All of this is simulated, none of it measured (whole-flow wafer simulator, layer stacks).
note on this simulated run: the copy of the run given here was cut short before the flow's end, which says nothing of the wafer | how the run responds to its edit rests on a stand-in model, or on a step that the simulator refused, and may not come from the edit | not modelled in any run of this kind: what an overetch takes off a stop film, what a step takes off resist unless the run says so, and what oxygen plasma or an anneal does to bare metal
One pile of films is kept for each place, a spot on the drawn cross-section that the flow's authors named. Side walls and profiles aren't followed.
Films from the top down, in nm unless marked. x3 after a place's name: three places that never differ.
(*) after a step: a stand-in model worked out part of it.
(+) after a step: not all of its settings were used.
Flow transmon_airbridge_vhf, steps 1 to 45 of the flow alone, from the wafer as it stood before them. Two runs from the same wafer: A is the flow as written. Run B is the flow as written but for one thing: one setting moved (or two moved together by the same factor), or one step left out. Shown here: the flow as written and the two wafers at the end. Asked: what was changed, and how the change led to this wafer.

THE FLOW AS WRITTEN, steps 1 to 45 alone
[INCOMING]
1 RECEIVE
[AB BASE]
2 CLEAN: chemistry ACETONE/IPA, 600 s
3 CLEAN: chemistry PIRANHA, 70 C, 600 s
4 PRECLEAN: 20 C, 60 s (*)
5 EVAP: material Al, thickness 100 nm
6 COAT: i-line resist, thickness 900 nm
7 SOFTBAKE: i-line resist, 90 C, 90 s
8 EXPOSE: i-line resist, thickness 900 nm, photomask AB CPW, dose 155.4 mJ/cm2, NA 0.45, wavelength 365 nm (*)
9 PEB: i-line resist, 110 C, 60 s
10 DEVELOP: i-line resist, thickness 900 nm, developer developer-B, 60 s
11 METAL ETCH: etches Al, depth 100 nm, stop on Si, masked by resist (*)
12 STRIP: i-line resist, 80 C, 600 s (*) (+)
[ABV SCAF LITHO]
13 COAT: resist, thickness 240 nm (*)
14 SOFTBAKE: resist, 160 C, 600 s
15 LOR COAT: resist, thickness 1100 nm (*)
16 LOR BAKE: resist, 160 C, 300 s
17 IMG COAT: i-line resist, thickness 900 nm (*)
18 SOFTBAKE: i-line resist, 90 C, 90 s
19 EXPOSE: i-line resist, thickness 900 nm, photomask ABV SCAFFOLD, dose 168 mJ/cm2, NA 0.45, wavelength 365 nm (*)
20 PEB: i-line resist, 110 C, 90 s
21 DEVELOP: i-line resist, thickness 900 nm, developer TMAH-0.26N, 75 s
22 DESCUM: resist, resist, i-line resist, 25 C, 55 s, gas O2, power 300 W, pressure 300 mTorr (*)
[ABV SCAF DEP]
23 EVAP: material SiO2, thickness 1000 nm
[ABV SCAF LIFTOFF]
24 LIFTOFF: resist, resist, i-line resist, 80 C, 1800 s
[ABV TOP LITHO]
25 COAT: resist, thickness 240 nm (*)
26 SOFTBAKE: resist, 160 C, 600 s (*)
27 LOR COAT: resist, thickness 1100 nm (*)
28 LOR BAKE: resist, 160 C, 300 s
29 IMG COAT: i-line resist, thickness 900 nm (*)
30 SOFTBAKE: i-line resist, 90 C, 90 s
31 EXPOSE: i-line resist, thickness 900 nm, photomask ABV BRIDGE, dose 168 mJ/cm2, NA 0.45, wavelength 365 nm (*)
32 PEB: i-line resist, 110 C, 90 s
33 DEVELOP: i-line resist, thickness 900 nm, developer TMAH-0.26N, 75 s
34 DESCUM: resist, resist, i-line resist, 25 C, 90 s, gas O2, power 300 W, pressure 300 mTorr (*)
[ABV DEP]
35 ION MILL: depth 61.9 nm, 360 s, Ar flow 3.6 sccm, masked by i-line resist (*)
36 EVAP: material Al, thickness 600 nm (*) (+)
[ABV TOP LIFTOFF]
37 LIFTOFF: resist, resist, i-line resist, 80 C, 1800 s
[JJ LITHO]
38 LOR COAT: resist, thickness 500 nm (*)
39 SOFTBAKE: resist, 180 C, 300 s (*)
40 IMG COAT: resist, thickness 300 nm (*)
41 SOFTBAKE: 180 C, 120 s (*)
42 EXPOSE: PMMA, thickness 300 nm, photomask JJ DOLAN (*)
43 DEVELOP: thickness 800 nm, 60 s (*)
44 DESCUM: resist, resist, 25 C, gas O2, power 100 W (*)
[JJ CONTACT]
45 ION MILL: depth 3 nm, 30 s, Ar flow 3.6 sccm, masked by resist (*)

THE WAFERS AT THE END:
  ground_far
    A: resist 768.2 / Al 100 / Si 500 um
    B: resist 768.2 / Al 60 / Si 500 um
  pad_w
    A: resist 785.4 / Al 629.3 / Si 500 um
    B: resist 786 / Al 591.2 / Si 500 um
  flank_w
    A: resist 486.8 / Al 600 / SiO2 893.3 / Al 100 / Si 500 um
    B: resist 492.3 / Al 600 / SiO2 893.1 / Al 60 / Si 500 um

The cause: step 5, EVAP: thickness 60 nm was run, where the flow has thickness 100 nm.
It can be read off the wafer: ground_far has Al 60, and step 5 as written asks for 100 nm.

How the change led to this, step by step:
  5 EVAP: material Al, thickness 100 nm
      field x3, jj_line, ground_far and 12 more: A Al +100 (new film) | B Al +60 (new film)
  11 METAL ETCH: etches Al, depth 100 nm, stop on Si, masked by resist (*)
      ground_far, pad_w, flank_w and 8 more: A i-line resist -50 | B i-line resist -45
      field x3, jj_line, gap_w, gap_e: A Al -100 (all of it) | B Al -60 (all of it)
  13 COAT: resist, thickness 240 nm (*)
      flank_w, flank_e: A resist +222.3 (new film) | B resist +228.9 (new film)
  22 DESCUM: resist, resist, i-line resist, 25 C, 55 s, gas O2, power 300 W, pressure 300 mTorr (*)
      flank_w, flank_e: A resist -222.3 (all of it) | B resist -228.9 (all of it)
  25 COAT: resist, thickness 240 nm (*)
      flank_w, flank_e: A resist +152.6 (new film) | B resist +157 (new film)
      gap_w, gap_e: A resist +210.7 (new film) | B resist +206.4 (new film)
  34 DESCUM: resist, resist, i-line resist, 25 C, 90 s, gas O2, power 300 W, pressure 300 mTorr (*)
      flank_w, flank_e: A resist -152.6 (all of it) | B resist -157 (all of it)
      gap_w, gap_e: A resist -210.7 (all of it) | B resist -206.4 (all of it)
  35 ION MILL: depth 61.9 nm, 360 s, Ar flow 3.6 sccm, masked by i-line resist (*)
      pad_w, pad_e: A Al -61.9 | B Al -60 (all of it), Si -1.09
  36 EVAP: material Al, thickness 600 nm (*) (+)
      pad_w, pad_e: A Al +591.2 | B Al +591.2 (new film)
  40 IMG COAT: resist, thickness 300 nm (*)
      flank_w, flank_e: A resist +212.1 | B resist +218.4
